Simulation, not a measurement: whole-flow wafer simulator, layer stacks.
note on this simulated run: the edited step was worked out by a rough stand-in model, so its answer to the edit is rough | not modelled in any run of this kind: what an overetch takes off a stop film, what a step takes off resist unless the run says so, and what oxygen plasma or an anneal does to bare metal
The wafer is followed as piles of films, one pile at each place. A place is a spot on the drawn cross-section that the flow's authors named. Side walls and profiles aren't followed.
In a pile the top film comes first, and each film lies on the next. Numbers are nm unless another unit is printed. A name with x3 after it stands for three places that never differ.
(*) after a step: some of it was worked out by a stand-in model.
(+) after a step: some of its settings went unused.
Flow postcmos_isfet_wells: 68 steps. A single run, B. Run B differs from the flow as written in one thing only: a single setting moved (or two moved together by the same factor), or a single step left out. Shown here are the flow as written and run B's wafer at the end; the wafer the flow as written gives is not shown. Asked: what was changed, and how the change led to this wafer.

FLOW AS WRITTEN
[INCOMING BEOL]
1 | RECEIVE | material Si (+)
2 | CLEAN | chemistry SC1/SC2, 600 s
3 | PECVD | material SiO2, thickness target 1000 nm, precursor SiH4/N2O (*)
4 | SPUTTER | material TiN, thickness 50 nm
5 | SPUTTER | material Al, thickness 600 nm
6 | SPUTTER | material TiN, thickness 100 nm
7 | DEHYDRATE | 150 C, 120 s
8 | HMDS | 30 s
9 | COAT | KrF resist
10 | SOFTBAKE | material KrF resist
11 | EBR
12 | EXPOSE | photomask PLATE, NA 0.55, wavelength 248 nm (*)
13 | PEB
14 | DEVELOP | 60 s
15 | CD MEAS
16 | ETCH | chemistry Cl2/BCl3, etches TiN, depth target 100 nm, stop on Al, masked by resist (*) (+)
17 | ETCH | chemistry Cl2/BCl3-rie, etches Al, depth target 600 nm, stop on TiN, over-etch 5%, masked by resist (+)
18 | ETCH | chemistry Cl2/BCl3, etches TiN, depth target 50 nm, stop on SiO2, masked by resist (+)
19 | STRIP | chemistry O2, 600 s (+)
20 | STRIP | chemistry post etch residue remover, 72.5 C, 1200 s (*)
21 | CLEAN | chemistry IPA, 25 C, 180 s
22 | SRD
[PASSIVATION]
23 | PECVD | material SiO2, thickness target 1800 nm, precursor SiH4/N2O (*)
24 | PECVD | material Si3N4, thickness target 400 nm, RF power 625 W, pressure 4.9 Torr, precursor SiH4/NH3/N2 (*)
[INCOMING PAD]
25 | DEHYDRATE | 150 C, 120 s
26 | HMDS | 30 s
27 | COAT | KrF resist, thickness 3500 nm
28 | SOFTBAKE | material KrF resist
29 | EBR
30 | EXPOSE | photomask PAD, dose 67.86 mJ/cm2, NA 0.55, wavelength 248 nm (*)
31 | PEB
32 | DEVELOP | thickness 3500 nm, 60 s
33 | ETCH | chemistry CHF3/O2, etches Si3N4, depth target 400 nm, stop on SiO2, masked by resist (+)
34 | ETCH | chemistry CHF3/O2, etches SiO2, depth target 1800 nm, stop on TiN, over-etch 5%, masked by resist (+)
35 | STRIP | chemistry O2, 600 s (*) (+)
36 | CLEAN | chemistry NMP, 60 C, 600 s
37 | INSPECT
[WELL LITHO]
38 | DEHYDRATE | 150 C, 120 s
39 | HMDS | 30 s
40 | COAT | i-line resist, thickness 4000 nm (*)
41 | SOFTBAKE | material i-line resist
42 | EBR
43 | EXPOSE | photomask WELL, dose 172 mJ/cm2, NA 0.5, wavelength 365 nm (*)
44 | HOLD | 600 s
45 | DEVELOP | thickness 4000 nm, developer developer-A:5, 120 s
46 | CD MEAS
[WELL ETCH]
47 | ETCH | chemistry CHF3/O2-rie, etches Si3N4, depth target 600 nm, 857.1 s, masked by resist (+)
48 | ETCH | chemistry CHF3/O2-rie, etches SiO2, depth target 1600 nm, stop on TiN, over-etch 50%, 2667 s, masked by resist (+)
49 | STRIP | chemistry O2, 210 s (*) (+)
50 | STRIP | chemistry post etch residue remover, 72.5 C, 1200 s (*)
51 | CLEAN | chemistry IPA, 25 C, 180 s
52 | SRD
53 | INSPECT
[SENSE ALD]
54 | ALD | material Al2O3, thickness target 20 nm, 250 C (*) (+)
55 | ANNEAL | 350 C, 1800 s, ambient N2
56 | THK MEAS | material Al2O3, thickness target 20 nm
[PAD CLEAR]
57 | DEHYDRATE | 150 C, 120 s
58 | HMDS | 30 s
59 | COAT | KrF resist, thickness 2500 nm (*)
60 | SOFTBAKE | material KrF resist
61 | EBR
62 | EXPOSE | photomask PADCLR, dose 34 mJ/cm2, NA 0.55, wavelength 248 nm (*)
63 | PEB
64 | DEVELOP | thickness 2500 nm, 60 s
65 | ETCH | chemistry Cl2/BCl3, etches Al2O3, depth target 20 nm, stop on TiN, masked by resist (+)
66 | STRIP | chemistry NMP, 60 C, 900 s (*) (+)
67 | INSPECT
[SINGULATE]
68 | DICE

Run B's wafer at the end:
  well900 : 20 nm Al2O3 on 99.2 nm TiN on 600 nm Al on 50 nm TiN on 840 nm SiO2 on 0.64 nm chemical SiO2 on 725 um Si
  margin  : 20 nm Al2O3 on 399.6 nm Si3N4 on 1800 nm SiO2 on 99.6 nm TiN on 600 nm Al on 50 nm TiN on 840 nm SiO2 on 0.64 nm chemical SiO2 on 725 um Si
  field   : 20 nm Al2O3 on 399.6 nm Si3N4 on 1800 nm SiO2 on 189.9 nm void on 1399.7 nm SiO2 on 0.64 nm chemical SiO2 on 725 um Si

Cause: step 3, PECVD: thickness target 840 nm was run, while the flow as written has thickness target 1000 nm.
The wafer lets one read it off: well900 has SiO2 840, and step 3 as written asks for 1000 nm.

How this came from the change, step by step:
  3 | PECVD | material SiO2, thickness target 1000 nm, precursor SiH4/N2O (*)
      field, margin, well900, well1300 x3, pad_rim, pad_clr, pad_open: SiO2 gains 840 (new film) (it would be, as written: SiO2 gains 1000 (new film))
